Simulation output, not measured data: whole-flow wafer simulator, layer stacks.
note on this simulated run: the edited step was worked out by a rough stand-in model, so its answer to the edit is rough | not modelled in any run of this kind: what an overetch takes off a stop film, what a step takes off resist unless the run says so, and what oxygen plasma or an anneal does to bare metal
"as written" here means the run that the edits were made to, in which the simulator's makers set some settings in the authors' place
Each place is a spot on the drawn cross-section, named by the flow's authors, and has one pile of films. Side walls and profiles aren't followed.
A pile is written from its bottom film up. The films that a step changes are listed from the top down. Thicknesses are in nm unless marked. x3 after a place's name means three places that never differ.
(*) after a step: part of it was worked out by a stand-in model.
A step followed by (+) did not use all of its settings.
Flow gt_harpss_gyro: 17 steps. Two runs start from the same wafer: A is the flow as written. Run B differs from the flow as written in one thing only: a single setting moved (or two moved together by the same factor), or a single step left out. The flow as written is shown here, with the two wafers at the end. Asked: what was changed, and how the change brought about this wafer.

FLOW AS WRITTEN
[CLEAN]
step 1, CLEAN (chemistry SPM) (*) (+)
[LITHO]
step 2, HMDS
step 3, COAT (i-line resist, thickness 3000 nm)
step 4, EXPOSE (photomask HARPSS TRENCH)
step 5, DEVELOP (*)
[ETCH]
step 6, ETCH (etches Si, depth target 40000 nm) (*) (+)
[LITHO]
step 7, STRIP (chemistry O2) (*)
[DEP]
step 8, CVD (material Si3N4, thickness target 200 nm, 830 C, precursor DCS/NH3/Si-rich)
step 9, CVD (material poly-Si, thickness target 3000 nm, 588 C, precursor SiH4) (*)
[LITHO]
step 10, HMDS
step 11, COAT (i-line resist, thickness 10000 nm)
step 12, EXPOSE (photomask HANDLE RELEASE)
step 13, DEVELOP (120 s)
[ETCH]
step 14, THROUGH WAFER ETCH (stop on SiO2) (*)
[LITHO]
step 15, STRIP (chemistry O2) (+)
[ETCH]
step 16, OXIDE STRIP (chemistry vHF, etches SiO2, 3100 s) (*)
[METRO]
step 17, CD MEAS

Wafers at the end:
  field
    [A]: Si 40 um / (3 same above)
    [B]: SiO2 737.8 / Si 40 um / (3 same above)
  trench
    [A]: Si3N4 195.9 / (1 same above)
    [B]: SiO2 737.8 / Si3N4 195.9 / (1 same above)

The reason: step 16, OXIDE STRIP: 1628 s was run, though the flow has 3100 s.

The path from the change to this, step by step:
  step 16, OXIDE STRIP (chemistry vHF, etches SiO2, 3100 s) (*)
      field: A under 4 films: -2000 SiO2 (all of it) | B under 4 films: -1262.2 SiO2
      trench: A under 2 films: -2000 SiO2 (all of it) | B under 2 films: -1262.2 SiO2
